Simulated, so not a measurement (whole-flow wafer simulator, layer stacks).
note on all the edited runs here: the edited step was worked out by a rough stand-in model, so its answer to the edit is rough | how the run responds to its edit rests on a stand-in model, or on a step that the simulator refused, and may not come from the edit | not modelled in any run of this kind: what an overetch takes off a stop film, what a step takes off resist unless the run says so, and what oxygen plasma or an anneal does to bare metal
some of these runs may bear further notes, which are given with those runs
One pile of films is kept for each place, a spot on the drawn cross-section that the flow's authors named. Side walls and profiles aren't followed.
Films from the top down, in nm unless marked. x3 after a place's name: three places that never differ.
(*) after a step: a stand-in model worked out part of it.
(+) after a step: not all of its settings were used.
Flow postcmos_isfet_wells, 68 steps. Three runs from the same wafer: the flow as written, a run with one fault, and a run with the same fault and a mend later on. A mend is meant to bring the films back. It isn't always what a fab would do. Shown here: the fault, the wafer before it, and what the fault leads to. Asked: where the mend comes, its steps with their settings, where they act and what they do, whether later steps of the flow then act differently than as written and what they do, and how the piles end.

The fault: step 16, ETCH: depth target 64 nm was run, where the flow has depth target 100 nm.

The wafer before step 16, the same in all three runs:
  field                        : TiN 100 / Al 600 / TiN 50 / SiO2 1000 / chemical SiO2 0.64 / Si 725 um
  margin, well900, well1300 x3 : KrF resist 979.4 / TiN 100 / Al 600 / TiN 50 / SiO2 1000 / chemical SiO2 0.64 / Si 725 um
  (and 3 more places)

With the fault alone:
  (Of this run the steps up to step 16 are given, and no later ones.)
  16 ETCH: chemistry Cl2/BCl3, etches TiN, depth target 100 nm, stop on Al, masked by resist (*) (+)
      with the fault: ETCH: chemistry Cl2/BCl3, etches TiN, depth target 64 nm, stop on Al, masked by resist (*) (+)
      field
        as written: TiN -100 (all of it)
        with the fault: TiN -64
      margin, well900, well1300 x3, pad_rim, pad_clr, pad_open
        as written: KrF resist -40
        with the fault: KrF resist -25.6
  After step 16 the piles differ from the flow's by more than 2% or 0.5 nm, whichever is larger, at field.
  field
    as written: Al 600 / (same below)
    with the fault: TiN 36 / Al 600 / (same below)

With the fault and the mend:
  The mend comes after step 16.
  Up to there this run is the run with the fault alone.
  16a ETCH: chemistry Cl2/BCl3, etches TiN, depth target 36 nm, stop on Al, masked by resist (the flow's step 16 once more, with other settings)
      margin, well900, well1300 x3, pad_rim, pad_clr, pad_open
        KrF resist -14.4
      field
        TiN -36 (all of it)
  No later step of the flow acts differently than as written at any place that is followed.
  At the end the piles are the same as the flow's at every place that both follow.
